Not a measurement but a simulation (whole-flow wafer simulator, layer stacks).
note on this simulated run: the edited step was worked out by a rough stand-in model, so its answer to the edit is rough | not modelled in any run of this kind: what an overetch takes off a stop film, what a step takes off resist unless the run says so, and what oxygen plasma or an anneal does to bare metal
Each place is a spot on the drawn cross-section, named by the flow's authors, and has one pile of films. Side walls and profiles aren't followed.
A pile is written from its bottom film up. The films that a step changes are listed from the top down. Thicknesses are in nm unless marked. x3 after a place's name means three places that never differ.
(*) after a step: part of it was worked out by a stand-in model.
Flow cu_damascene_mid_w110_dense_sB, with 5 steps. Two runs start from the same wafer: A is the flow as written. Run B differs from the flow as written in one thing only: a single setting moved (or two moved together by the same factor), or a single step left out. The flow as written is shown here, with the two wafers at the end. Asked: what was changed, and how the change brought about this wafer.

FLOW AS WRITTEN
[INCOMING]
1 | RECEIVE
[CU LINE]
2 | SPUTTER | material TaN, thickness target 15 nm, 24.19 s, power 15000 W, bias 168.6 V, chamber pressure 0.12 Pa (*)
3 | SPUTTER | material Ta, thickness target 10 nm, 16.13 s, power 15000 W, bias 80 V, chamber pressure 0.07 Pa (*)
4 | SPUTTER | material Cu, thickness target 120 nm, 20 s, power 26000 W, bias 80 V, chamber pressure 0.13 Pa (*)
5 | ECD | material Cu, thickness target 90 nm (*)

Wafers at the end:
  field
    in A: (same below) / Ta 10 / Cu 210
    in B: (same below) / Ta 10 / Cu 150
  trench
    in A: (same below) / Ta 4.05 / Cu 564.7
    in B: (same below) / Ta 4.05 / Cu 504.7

Cause: step 4, SPUTTER: 10 s was run, though the flow has 20 s.

How this came from the change, step by step:
  4 | SPUTTER | material Cu, thickness target 120 nm, 20 s, power 26000 W, bias 80 V, chamber pressure 0.13 Pa (*)
      field: A Cu gains 120 (new film) | B Cu gains 60 (new film)
      trench: A Cu gains 49.9 (new film) | B Cu gains 25 (new film)
  5 | ECD | material Cu, thickness target 90 nm (*)
      trench: A Cu gains 514.8 | B Cu gains 479.8
